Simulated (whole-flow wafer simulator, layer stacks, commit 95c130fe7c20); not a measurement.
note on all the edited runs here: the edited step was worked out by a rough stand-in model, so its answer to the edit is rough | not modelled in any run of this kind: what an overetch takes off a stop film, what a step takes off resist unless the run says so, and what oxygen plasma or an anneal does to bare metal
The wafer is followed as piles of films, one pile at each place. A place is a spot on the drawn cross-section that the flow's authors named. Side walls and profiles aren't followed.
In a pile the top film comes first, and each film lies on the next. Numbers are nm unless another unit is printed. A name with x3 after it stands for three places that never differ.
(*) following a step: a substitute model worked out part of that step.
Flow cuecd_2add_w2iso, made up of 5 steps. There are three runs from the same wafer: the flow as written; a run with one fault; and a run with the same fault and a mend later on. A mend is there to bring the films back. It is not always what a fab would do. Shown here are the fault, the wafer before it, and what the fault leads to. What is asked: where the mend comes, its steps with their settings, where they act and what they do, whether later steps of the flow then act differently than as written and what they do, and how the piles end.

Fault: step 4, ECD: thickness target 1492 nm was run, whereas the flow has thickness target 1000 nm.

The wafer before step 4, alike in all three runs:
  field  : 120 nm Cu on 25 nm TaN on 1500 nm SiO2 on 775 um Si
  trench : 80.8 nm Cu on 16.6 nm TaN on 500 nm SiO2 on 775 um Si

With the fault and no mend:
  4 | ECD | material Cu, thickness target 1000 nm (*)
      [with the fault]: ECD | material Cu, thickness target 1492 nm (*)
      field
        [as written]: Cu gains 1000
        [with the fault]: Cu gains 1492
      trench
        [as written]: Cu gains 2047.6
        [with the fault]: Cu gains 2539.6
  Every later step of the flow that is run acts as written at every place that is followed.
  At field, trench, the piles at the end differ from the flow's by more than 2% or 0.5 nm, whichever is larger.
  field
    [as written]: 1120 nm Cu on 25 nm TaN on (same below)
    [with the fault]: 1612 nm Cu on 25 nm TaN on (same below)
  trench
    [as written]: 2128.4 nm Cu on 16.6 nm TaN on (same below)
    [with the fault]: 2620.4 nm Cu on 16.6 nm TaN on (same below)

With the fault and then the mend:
  After step 5 comes the mend.
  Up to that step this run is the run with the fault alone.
  5a | ETCH | chemistry cu recess dil, depth target 492 nm
      field, trench
        Cu loses 492
  Every later step of the flow that is run acts as written at every place that is followed.
  At every place that both follow, the piles at the end match the flow's.
